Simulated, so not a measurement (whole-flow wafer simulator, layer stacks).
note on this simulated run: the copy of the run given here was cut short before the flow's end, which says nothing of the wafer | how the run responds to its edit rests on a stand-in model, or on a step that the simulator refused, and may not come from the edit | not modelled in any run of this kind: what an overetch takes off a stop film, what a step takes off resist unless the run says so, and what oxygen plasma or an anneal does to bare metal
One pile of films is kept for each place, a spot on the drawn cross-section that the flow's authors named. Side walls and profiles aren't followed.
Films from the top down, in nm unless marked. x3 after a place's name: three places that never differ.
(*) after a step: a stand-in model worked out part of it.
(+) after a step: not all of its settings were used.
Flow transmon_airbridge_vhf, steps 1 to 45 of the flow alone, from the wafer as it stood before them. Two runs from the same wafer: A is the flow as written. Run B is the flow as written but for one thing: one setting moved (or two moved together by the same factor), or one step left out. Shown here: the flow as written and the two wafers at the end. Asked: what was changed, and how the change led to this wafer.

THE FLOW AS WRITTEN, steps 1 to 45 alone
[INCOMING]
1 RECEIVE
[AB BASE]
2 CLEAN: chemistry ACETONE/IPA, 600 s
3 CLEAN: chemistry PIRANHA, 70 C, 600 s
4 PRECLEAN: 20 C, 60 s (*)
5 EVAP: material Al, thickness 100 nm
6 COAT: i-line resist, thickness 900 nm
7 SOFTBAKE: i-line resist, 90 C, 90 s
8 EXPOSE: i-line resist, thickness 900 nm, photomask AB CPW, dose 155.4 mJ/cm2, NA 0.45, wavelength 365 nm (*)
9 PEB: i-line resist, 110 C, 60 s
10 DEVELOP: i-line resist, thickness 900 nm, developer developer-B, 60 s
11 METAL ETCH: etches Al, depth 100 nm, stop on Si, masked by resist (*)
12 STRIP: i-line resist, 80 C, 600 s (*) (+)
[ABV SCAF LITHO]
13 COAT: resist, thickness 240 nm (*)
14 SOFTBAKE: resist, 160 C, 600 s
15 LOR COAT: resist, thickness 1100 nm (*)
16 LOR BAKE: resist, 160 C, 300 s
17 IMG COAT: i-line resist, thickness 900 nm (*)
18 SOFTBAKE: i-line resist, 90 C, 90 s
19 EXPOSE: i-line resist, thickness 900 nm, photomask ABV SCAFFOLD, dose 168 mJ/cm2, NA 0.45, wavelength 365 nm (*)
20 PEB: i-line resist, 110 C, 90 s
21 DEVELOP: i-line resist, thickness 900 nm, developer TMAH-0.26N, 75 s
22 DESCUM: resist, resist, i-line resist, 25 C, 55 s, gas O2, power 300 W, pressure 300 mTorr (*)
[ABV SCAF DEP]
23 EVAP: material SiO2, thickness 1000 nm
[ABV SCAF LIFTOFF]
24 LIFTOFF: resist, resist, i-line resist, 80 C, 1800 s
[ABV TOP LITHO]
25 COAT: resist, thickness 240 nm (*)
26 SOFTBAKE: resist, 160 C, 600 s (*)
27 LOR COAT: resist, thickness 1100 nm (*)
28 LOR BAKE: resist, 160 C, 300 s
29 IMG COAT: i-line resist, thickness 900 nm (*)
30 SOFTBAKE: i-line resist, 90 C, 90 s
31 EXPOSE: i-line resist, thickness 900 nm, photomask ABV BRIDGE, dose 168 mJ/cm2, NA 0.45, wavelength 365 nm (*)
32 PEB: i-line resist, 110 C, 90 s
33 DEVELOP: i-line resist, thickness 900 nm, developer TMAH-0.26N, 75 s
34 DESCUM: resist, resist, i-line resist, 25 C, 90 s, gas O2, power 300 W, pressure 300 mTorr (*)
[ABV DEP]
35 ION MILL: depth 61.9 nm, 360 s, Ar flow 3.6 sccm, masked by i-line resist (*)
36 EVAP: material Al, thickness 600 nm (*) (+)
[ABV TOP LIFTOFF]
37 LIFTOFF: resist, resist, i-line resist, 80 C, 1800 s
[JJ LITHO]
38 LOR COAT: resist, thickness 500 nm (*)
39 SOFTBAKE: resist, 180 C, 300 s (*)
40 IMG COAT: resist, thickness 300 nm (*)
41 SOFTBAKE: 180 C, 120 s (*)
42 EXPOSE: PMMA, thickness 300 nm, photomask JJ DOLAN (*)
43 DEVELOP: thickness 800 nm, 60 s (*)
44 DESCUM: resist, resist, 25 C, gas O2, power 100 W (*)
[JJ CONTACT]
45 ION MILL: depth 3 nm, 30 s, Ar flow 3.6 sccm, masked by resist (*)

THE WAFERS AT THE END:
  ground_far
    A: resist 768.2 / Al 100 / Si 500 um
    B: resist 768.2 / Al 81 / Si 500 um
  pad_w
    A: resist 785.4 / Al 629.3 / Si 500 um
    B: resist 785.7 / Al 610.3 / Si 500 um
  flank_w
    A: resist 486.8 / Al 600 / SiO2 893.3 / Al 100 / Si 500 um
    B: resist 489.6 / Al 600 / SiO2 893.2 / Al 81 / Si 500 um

The cause: step 5, EVAP: thickness 81 nm was run, where the flow has thickness 100 nm.
It can be read off the wafer: ground_far has Al 81, and step 5 as written asks for 100 nm.

How the change led to this, step by step:
  5 EVAP: material Al, thickness 100 nm
      field x3, jj_line, ground_far and 12 more: A Al +100 (new film) | B Al +81 (new film)
  11 METAL ETCH: etches Al, depth 100 nm, stop on Si, masked by resist (*)
      field x3, jj_line, gap_w, gap_e: A Al -100 (all of it) | B Al -81 (all of it)
